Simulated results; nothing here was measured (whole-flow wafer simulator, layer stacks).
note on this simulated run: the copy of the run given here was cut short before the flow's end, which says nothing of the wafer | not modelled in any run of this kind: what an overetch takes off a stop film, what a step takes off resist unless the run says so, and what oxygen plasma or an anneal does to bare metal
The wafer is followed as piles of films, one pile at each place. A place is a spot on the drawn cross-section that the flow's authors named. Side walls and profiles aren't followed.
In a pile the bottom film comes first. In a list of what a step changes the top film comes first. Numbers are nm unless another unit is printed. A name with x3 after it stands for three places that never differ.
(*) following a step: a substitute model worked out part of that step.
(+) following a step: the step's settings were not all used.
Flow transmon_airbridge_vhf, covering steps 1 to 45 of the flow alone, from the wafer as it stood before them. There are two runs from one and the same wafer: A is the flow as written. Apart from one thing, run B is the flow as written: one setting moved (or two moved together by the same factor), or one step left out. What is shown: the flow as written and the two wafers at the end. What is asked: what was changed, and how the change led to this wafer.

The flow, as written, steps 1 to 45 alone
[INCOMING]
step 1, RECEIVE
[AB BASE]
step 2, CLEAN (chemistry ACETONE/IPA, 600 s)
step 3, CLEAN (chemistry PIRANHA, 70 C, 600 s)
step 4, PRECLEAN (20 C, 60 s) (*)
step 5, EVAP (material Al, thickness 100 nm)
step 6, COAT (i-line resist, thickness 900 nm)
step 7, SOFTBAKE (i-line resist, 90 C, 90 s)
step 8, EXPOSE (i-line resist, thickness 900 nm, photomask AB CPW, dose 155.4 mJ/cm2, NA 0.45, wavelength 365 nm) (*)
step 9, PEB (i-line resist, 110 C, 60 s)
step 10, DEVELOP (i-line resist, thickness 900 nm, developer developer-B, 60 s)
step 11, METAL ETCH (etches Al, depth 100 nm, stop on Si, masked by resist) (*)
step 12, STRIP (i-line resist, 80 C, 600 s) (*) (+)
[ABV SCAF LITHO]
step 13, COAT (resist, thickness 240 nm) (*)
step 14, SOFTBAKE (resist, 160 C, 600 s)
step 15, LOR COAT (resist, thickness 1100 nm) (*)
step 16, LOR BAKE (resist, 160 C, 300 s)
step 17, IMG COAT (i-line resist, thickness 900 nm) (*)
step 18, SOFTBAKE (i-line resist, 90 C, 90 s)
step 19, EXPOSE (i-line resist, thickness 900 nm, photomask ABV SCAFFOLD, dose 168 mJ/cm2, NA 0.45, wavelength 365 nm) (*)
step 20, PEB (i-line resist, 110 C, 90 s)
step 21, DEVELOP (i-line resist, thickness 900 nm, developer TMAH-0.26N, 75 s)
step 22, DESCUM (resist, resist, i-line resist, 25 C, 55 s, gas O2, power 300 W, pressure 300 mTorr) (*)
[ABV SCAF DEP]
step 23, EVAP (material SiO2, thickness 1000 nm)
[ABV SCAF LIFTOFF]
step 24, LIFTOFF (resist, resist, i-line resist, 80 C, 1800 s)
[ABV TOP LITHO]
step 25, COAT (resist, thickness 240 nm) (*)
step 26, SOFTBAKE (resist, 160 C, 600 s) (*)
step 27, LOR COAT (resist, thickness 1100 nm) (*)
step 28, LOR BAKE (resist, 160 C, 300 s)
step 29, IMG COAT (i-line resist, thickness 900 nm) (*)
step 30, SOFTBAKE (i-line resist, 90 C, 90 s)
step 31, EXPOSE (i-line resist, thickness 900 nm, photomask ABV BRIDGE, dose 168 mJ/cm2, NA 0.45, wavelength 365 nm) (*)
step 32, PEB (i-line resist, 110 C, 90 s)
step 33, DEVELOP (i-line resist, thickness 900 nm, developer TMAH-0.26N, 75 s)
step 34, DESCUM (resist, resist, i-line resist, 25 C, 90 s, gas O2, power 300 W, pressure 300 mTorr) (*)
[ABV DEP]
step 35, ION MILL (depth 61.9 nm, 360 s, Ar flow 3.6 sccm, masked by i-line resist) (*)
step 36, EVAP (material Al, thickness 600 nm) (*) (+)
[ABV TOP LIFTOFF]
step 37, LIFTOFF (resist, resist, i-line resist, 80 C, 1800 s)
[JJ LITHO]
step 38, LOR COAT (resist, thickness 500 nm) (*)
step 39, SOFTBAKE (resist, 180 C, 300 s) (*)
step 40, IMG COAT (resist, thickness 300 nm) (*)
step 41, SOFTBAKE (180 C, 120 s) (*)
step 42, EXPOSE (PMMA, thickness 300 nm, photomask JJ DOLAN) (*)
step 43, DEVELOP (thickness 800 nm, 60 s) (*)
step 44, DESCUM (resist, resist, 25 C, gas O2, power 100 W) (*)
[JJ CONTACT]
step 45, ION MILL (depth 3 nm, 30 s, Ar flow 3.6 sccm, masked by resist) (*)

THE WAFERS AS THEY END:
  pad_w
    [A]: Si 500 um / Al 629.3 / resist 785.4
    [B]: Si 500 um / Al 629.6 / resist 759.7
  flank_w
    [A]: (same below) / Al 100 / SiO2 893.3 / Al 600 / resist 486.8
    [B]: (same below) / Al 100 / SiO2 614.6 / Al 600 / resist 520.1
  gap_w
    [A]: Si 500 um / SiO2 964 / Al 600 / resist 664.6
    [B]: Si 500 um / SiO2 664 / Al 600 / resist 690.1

The reason: step 23, EVAP: thickness 700 nm was run, though the flow has thickness 1000 nm.

Step by step, how the change led to this:
  step 23, EVAP (material SiO2, thickness 1000 nm)
      field x3, jj_line, ground_far and 10 more: A +1000 SiO2 (new film) | B +700 SiO2 (new film)
      flank_w, flank_e: A +929.3 SiO2 (new film) | B +650.5 SiO2 (new film)
  step 24, LIFTOFF (resist, resist, i-line resist, 80 C, 1800 s)
      field x3, jj_line, trace_open_s x2: A -1000 SiO2 (all of it), -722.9 i-line resist (all of it), -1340 resist (all of it) | B -700 SiO2 (all of it), -722.9 i-line resist (all of it), -1340 resist (all of it)
      pad_w, pad_e: A -1000 SiO2 (all of it), -718 i-line resist (all of it), -1330.2 resist (all of it) | B -700 SiO2 (all of it), -718 i-line resist (all of it), -1330.2 resist (all of it)
      (and at 1 other place as well)
  step 25, COAT (resist, thickness 240 nm) (*)
      flank_w, flank_e: A +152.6 resist (new film) | B +162.9 resist (new film)
      gap_w, gap_e: A +210.7 resist (new film) | B +223.6 resist (new film)
      (and at 6 other places as well)
  step 27, LOR COAT (resist, thickness 1100 nm) (*)
      gap_w, gap_e: A +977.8 resist | B +1019.6 resist
      margin_s, margin_n: A +823.4 resist | B +897.2 resist
      (and at 6 other places as well)
  step 29, IMG COAT (i-line resist, thickness 900 nm) (*)
      gap_w, gap_e: A +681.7 i-line resist (new film) | B +754.9 i-line resist (new film)
      margin_s, margin_n: A +603.2 i-line resist (new film) | B +697.8 i-line resist (new film)
      (and at 7 other places as well)
  step 32, PEB (i-line resist, 110 C, 90 s)
      pad_w, pad_e: A -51 i-line resist | B -49.6 i-line resist
      flank_w, flank_e: A -38.3 i-line resist | B -41.3 i-line resist
      (and at 7 other places as well)
  step 33, DEVELOP (i-line resist, thickness 900 nm, developer TMAH-0.26N, 75 s)
      gap_w, gap_e: A -646.9 i-line resist (all of it), -977.8 resist | B -716.3 i-line resist (all of it), -1019.6 resist
      pad_w: A -937.2 i-line resist (all of it), -1247.8 resist | B -911.6 i-line resist (all of it), -1200.8 resist
      (and at 5 other places as well)
  step 34, DESCUM (resist, resist, i-line resist, 25 C, 90 s, gas O2, power 300 W, pressure 300 mTorr) (*)
      flank_w, flank_e: A -152.6 resist (all of it) | B -162.9 resist (all of it)
      gap_w, gap_e: A -210.7 resist (all of it) | B -223.6 resist (all of it)
      (and at 4 other places as well)
  step 37, LIFTOFF (resist, resist, i-line resist, 80 C, 1800 s)
      margin_s, margin_n: A -600 Al (all of it), -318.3 i-line resist (all of it), -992 resist (all of it) | B -600 Al (all of it), -408 i-line resist (all of it), -1083.1 resist (all of it)
      ground_far: A -600 Al (all of it), -717.9 i-line resist (all of it), -1384.9 resist (all of it) | B -600 Al (all of it), -680.5 i-line resist (all of it), -1374.4 resist (all of it)
  step 38, LOR COAT (resist, thickness 500 nm) (*)
      pad_w, pad_e: A +517 resist (new film) | B +499.5 resist (new film)
      flank_w, flank_e: A +306.5 resist (new film) | B +330.1 resist (new film)
      (and at 6 other places as well)
  step 40, IMG COAT (resist, thickness 300 nm) (*)
      pad_w, pad_e: A +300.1 resist | B +292 resist
      flank_w, flank_e: A +212.1 resist | B +221.8 resist
      (and at 6 other places as well)
